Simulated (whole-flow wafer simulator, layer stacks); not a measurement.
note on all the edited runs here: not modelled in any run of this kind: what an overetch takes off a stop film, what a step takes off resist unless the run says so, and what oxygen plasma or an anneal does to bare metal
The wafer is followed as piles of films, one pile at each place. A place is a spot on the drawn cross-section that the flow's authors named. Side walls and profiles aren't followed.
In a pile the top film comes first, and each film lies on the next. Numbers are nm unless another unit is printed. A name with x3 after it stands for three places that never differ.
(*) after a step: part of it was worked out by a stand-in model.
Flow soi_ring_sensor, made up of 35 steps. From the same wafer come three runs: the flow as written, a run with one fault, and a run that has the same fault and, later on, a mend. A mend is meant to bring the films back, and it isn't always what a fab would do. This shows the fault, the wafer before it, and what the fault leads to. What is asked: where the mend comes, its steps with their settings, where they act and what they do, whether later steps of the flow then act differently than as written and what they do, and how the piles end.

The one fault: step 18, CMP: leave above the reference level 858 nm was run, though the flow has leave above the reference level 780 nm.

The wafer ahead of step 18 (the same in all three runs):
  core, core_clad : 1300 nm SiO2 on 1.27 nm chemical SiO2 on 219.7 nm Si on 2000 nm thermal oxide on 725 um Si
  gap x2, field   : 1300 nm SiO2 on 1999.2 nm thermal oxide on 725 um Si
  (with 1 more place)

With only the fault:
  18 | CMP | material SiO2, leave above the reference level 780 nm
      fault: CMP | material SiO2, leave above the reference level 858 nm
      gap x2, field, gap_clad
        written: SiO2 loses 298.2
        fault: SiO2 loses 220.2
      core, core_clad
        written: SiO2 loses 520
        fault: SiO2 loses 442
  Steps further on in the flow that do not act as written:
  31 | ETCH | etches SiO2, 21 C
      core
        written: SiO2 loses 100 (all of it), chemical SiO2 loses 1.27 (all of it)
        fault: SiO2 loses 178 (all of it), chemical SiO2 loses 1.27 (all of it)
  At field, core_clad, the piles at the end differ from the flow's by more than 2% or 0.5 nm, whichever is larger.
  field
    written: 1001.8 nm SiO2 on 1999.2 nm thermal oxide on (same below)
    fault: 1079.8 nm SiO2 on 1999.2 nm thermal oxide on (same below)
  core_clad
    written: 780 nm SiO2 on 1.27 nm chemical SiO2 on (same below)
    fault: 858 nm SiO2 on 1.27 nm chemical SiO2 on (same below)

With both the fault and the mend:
  The mend stands after step 27.
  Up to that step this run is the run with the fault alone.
  27a | STRIP | i-line resist, 250 C, gas O2, power 300 W (*)
      field, core_clad, gap_clad
        i-line resist loses 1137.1 (all of it)
  27b | CMP | material SiO2, leave above the reference level 780 nm (the flow's step 18, run once more)
      core, gap x2, field, core_clad, gap_clad
        SiO2 loses 78
  27c | HMDS | 120 C, 60 s (the flow's step 21, run once more)
      leaves every film unchanged at each place that is followed
  27d | COAT | i-line resist, thickness 1200 nm (the flow's step 22, run once more)
      core, gap x2, field, core_clad, gap_clad
        i-line resist gains 1200 (new film)
  27e | SOFTBAKE | i-line resist (the flow's step 23, run once more)
      leaves every film unchanged at each place that is followed
  27f | EXPOSE | photomask WINDOW, dose 101 mJ/cm2, NA 0.5, wavelength 365 nm (*) (the flow's step 24, run once more)
      leaves every film unchanged at each place that is followed
  27g | PEB | i-line resist (the flow's step 25, run once more)
      core, gap x2, field, core_clad, gap_clad
        i-line resist loses 62.8
  27h | DEVELOP | i-line resist, thickness 1200 nm, 90 s (the flow's step 26, run once more)
      core, gap x2
        i-line resist loses 1137.2 (all of it)
      field, core_clad, gap_clad
        i-line resist loses 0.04
  None of the later steps of the flow acts differently than as written at any place that is followed.
  At every place that both follow, the piles at the end match the flow's.
